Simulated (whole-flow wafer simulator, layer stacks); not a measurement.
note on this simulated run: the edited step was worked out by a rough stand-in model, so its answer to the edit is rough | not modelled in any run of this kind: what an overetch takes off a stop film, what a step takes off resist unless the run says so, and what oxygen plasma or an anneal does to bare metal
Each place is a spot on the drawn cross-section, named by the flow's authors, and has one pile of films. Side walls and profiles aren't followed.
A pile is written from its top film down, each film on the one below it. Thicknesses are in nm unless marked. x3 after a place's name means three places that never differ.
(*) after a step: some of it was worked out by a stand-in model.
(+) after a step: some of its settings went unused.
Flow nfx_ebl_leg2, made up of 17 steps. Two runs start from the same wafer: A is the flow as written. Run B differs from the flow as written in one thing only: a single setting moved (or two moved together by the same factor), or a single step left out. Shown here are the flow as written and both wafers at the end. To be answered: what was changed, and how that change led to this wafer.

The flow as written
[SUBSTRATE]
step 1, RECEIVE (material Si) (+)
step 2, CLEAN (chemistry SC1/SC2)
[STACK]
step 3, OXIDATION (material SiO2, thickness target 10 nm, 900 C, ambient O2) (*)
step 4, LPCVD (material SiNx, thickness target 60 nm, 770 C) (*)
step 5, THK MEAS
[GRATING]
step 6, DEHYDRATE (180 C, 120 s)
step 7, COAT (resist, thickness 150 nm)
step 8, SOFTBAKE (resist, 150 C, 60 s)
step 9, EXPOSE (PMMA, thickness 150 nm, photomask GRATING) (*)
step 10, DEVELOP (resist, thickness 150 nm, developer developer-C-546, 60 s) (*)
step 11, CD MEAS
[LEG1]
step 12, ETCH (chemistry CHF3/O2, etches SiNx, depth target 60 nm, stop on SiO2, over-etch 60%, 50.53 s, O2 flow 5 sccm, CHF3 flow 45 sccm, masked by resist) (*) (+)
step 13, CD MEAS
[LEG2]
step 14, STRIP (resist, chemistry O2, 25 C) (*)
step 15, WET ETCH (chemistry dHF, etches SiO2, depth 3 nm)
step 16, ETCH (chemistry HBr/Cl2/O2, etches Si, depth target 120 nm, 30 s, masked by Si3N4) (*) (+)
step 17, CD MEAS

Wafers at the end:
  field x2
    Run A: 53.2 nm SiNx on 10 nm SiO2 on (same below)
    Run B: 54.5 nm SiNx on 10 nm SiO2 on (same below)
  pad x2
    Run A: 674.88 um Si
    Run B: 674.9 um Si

The reason: step 16, ETCH: depth target 96 nm was run, whereas the flow has depth target 120 nm; step 16, ETCH: 24 s was run, where the flow has 30 s.

Step by step, how the change led to this:
  step 16, ETCH (chemistry HBr/Cl2/O2, etches Si, depth target 120 nm, 30 s, masked by Si3N4) (*) (+)
      field x2: A SiNx loses 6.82 | B SiNx loses 5.45
      pad x2: A Si loses 120 | B Si loses 96
